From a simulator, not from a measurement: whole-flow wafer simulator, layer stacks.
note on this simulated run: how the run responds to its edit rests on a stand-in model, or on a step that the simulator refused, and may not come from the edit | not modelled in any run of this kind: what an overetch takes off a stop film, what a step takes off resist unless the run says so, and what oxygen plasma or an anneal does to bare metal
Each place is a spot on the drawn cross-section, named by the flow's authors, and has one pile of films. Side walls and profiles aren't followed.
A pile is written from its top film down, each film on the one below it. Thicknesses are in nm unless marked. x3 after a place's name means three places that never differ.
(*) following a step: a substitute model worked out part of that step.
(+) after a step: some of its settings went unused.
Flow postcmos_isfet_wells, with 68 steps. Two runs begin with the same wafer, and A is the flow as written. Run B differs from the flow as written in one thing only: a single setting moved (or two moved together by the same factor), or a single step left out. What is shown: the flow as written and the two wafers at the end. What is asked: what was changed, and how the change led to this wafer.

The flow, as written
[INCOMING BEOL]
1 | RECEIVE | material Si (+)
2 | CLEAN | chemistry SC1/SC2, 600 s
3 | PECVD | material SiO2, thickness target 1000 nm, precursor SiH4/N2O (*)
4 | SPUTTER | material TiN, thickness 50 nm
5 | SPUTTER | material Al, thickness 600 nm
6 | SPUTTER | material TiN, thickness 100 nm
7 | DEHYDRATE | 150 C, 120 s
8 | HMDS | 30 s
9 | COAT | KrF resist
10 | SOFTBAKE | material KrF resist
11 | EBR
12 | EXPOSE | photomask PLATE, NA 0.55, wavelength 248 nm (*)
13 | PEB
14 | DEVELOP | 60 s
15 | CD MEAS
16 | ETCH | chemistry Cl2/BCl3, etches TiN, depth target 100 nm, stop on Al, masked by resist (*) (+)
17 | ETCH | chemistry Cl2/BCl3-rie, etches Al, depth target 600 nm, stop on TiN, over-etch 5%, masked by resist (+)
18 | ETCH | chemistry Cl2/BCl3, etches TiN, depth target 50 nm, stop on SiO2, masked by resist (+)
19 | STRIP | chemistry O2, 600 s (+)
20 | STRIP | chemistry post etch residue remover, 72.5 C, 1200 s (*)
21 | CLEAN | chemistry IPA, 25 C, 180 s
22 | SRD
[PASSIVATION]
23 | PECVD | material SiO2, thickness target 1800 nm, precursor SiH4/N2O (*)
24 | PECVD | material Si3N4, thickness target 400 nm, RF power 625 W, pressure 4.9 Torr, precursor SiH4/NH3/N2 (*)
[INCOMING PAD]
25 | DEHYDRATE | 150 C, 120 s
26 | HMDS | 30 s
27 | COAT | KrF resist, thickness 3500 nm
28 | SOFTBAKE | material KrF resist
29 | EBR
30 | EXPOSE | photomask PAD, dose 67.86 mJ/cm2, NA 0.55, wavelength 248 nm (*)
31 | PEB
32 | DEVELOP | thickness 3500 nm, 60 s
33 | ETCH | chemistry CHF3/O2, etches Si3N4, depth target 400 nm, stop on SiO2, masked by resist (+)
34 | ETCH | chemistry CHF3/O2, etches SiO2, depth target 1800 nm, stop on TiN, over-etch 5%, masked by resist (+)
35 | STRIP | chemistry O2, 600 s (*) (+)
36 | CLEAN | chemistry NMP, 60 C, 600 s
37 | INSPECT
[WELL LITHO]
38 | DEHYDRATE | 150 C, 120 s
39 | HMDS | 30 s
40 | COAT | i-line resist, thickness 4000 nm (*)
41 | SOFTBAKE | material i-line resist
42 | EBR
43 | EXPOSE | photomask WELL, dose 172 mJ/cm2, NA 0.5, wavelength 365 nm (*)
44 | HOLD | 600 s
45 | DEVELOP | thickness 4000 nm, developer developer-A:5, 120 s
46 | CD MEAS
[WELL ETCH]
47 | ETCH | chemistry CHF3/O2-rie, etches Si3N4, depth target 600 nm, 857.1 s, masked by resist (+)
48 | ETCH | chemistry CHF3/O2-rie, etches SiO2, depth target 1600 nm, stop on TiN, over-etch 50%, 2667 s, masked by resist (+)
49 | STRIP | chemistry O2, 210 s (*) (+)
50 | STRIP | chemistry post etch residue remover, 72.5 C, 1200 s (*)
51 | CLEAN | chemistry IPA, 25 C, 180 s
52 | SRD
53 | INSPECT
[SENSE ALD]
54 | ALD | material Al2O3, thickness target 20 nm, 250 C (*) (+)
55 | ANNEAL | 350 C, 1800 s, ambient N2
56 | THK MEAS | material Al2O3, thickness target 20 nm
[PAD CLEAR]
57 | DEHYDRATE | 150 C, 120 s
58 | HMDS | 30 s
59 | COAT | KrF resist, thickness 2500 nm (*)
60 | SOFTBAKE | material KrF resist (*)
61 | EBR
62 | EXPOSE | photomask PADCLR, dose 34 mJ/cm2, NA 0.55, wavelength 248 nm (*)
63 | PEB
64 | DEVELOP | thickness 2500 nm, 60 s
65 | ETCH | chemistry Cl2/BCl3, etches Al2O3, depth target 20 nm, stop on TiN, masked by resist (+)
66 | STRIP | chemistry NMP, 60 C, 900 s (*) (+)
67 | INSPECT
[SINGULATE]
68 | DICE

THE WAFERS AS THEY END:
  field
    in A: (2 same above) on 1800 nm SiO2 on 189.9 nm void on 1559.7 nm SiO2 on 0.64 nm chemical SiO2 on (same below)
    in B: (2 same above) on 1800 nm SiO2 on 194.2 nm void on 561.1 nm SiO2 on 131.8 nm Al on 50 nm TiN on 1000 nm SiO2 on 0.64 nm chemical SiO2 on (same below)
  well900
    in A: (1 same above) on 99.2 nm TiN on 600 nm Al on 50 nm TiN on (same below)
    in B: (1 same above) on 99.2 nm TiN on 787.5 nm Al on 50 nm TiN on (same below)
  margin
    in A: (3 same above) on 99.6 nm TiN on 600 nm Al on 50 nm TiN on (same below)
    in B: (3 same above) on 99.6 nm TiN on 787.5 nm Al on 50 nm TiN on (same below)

Cause: step 5, SPUTTER: thickness 787.5 nm was run, whereas the flow has thickness 600 nm.
The wafer itself shows it: well900 has Al 787.5, and step 5 as written asks for 600 nm.

Step by step, how the change led to this:
  5 | SPUTTER | material Al, thickness 600 nm
      field, margin, well900, well1300 x3, pad_rim, pad_clr, pad_open: A Al gains 600 (new film) | B Al gains 787.5 (new film)
  17 | ETCH | chemistry Cl2/BCl3-rie, etches Al, depth target 600 nm, stop on TiN, over-etch 5%, masked by resist (+)
      field: A Al loses 600 (all of it) | B Al loses 600
  18 | ETCH | chemistry Cl2/BCl3, etches TiN, depth target 50 nm, stop on SiO2, masked by resist (+)
      field: A TiN loses 50 (all of it) | B Al loses 50
  20 | STRIP | chemistry post etch residue remover, 72.5 C, 1200 s (*)
      field: A nothing | B Al loses 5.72
  23 | PECVD | material SiO2, thickness target 1800 nm, precursor SiH4/N2O (*)
      field: A SiO2 gains 1800 (new film), void gains 189.9 (new film), SiO2 gains 559.7 | B SiO2 gains 1800 (new film), void gains 194.2 (new film), SiO2 gains 561.1 (new film)
Taking metal films that touch as one body, field has 1 body; the flow as written gives 0 bodies.
